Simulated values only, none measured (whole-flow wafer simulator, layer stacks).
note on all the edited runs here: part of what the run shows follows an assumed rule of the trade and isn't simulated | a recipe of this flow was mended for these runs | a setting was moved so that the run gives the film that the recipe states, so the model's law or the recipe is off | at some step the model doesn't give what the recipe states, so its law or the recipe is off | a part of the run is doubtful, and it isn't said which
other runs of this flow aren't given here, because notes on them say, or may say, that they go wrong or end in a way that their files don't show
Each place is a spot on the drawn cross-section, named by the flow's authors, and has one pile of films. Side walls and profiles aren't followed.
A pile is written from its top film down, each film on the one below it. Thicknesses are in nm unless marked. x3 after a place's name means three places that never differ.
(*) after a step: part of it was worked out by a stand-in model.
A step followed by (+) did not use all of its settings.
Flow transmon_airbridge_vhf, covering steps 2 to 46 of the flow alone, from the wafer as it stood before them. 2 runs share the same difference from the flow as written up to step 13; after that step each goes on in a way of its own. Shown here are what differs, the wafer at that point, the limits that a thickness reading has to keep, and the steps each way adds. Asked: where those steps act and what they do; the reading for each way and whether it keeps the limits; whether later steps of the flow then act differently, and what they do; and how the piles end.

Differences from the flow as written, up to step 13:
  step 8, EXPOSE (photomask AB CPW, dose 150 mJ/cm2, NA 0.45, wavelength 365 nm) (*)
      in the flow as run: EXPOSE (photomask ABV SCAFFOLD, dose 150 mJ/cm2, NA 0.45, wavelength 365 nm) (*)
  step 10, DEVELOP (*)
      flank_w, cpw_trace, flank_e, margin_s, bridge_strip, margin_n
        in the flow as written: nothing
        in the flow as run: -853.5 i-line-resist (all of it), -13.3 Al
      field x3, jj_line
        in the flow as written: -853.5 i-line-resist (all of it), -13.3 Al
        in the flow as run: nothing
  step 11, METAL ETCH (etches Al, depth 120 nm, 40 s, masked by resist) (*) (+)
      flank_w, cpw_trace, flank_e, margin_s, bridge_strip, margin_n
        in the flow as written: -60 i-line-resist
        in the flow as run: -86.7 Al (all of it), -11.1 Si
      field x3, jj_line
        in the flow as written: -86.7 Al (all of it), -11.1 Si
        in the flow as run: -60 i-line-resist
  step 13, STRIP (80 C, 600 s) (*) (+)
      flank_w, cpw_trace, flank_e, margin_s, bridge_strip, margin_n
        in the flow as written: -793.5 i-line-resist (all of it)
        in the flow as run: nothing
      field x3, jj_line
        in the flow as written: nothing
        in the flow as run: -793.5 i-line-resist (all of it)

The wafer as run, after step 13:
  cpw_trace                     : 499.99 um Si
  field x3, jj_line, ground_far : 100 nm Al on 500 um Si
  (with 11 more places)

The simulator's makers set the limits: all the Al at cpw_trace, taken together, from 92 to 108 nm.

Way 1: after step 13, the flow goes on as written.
  The reading taken after step 13 is 0 nm, which is outside the limits.
  Steps further on in the flow that do not act as written (not shown: 3 more steps that differ only slightly, by at most 2% or 0.5 nm, whichever is larger):
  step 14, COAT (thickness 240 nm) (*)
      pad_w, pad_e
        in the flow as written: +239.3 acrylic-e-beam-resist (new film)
        going this way: +232.1 acrylic-e-beam-resist (new film)
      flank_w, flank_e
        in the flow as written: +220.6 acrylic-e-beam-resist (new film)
        going this way: +264 acrylic-e-beam-resist (new film)
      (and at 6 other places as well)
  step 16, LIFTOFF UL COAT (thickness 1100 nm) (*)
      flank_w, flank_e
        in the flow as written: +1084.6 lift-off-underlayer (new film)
        going this way: +1127.1 lift-off-underlayer (new film)
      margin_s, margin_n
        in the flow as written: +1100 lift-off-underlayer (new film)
        going this way: +1132.9 lift-off-underlayer (new film)
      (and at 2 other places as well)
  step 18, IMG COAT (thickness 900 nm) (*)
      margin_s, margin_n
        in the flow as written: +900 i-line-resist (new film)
        going this way: +927.6 i-line-resist (new film)
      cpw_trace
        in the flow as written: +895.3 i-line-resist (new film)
        going this way: +926.2 i-line-resist (new film)
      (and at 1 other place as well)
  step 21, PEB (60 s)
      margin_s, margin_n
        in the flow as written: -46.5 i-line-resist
        going this way: -47.9 i-line-resist
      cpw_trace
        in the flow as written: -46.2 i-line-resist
        going this way: -47.8 i-line-resist
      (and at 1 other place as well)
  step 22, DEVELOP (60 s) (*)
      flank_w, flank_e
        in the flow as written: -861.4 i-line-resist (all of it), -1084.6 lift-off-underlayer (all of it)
        going this way: -865.3 i-line-resist (all of it), -1127.1 lift-off-underlayer (all of it)
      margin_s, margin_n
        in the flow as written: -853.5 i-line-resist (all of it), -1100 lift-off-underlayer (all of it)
        going this way: -879.8 i-line-resist (all of it), -1132.9 lift-off-underlayer (all of it)
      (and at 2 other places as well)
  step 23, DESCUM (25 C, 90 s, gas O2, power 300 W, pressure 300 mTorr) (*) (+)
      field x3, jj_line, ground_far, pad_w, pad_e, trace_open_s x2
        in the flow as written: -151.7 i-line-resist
        going this way: -158.4 i-line-resist
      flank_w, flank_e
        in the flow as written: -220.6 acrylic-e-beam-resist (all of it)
        going this way: -264 acrylic-e-beam-resist (all of it)
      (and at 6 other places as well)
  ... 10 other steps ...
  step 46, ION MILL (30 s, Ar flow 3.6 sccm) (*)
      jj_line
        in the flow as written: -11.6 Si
        going this way: -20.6 Al
  The piles end different from the flow's at field x3, jj_line, flank_w and 7 more by more than 2% or 0.5 nm, whichever is larger.
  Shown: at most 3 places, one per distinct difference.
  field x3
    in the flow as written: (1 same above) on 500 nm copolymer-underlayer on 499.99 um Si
    going this way: (1 same above) on 500 nm copolymer-underlayer on 100 nm Al on 500 um Si
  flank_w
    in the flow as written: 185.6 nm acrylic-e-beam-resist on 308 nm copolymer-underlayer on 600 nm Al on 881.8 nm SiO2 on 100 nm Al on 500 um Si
    going this way: 202.5 nm acrylic-e-beam-resist on 336.8 nm copolymer-underlayer on 600 nm Al on 877.7 nm SiO2 on 499.99 um Si
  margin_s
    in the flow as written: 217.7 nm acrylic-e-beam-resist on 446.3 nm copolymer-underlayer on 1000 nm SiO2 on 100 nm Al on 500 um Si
    going this way: 224.5 nm acrylic-e-beam-resist on 454.6 nm copolymer-underlayer on 1000 nm SiO2 on 499.99 um Si

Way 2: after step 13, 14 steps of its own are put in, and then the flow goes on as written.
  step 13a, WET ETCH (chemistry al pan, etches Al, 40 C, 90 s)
      field x3, jj_line, ground_far, pad_w, pad_e, trace_open_s x2
        -100 Al (all of it), -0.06 Si
      flank_w, gap_w, cpw_trace, gap_e, flank_e, margin_s, bridge_strip, margin_n
        -0.07 Si
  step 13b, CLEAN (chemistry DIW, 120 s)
      does not change any film at any place that is followed
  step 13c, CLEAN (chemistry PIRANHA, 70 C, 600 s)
      field x3, jj_line, ground_far and 12 more
        +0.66 chemical SiO2 (new film), -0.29 Si
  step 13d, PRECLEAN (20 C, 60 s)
      field x3, jj_line, ground_far and 12 more
        -0.66 chemical SiO2 (all of it)
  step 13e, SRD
      does not change any film at any place that is followed
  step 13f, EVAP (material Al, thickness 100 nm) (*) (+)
      field x3, jj_line, ground_far and 12 more
        +100 Al (new film)
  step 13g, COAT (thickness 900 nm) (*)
      field x3, jj_line, trace_open_s x2
        +900 i-line-resist (new film)
      pad_w, pad_e
        +897 i-line-resist (new film)
      flank_w, flank_e
        +905.4 i-line-resist (new film)
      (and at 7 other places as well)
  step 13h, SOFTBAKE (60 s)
      margin_s, margin_n
        +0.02 i-line-resist
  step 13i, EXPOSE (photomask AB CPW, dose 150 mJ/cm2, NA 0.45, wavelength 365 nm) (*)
      does not change any film at any place that is followed
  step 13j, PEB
      field x3, jj_line, trace_open_s x2
        -46.5 i-line-resist
      flank_w, flank_e, margin_s, bridge_strip, margin_n
        -46.8 i-line-resist
      gap_w, cpw_trace, gap_e
        -46.7 i-line-resist
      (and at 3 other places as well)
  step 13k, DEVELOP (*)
      field x3, jj_line
        -853.5 i-line-resist (all of it), -13.3 Al
      gap_w, gap_e
        -857.1 i-line-resist (all of it), -13.3 Al
      bridge_strip
        -0.03 i-line-resist
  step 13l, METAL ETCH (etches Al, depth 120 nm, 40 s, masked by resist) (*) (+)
      ground_far, pad_w, flank_w and 8 more
        -60 i-line-resist
      field x3, jj_line, gap_w, gap_e
        -86.7 Al (all of it), -11.1 Si
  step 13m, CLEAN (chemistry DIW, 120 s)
      does not change any film at any place that is followed
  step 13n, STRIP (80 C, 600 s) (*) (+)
      flank_w, flank_e, bridge_strip
        -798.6 i-line-resist (all of it)
      pad_w, pad_e
        -790.7 i-line-resist (all of it)
      trace_open_s x2
        -793.5 i-line-resist (all of it)
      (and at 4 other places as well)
  The reading taken after step 13n is 100 nm, which is within the limits.
  None of the later steps of the flow differs from how it acts as written, at any place that is followed, by more than 2% or 0.5 nm, whichever is larger.
  At the end the piles are close to the flow's at the places that both follow, differing by at most 2% or 0.5 nm, whichever is larger.

The limits are kept by: way 2. They are not kept by: way 1.
